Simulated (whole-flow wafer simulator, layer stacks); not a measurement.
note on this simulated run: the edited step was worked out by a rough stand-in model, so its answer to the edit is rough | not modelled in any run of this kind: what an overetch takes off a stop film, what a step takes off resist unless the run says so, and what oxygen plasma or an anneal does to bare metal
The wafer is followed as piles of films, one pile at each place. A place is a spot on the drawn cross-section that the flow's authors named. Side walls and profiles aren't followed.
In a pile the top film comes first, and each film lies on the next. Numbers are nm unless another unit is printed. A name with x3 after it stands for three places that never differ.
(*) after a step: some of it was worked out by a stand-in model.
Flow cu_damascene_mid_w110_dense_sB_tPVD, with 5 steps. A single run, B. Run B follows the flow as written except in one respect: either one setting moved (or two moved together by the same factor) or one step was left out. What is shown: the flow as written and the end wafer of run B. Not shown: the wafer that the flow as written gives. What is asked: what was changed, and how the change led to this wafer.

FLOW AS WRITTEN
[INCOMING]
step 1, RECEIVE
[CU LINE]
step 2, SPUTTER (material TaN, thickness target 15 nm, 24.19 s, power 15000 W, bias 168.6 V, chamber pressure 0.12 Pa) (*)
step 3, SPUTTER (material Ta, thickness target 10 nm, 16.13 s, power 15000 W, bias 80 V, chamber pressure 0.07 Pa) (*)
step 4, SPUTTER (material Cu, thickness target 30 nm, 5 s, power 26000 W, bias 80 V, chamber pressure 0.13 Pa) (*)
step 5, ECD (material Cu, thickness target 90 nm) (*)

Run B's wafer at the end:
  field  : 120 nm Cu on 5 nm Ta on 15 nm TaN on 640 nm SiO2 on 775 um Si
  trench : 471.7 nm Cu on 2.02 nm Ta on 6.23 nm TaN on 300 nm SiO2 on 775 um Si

Cause: step 3, SPUTTER: thickness target 5 nm was run, whereas the flow has thickness target 10 nm; step 3, SPUTTER: 8.06 s was run, where the flow has 16.13 s.
One can read it off the wafer: field has Ta 5, and step 3 as written asks for 10 nm.

The path from the change to this, step by step:
  step 3, SPUTTER (material Ta, thickness target 10 nm, 16.13 s, power 15000 W, bias 80 V, chamber pressure 0.07 Pa) (*)
      field: Ta gains 5 (new film) (it would be, as written: Ta gains 10 (new film))
      trench: Ta gains 2.02 (new film) (it would be, as written: Ta gains 4.05 (new film))
